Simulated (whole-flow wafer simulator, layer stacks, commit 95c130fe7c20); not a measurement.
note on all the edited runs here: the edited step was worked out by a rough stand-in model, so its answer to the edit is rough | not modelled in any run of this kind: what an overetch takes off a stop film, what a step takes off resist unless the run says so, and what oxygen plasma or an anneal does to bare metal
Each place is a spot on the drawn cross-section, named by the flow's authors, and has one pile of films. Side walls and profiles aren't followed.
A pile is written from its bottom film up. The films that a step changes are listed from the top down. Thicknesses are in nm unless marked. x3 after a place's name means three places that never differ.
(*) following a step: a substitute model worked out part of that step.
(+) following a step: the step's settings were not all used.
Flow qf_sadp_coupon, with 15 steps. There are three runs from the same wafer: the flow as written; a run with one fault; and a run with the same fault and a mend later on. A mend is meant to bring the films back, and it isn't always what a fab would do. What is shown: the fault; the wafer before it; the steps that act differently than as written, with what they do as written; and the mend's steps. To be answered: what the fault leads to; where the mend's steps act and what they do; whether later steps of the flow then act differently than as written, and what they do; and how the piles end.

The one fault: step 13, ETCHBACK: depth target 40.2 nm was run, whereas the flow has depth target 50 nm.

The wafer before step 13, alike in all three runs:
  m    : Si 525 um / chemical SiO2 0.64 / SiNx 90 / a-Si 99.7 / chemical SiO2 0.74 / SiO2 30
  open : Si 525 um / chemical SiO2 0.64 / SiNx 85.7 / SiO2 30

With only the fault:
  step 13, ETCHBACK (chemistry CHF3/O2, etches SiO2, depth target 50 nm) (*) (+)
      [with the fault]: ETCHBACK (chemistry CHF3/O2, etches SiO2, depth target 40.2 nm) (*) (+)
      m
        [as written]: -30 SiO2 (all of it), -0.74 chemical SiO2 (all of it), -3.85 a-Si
        [with the fault]: -30 SiO2 (all of it), -0.74 chemical SiO2 (all of it), -1.89 a-Si
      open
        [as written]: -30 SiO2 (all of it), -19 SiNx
        [with the fault]: -30 SiO2 (all of it), -9.71 SiNx
  Steps further on in the flow that do not act as written:
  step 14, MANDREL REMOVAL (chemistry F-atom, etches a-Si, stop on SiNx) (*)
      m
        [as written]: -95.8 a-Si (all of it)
        [with the fault]: -97.8 a-Si (all of it)
  The piles end different from the flow's at open by more than 2% or 0.5 nm, whichever is larger.
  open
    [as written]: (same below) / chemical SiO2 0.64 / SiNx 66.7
    [with the fault]: (same below) / chemical SiO2 0.64 / SiNx 76

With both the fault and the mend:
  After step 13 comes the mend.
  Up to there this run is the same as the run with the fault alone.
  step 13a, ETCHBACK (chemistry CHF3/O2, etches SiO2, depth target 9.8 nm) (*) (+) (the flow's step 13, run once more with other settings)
      m
        -1.96 a-Si
      open
        -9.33 SiNx
  None of the later steps of the flow acts differently than as written at any place that is followed.
  By the end, the piles equal the flow's at every place that both follow.
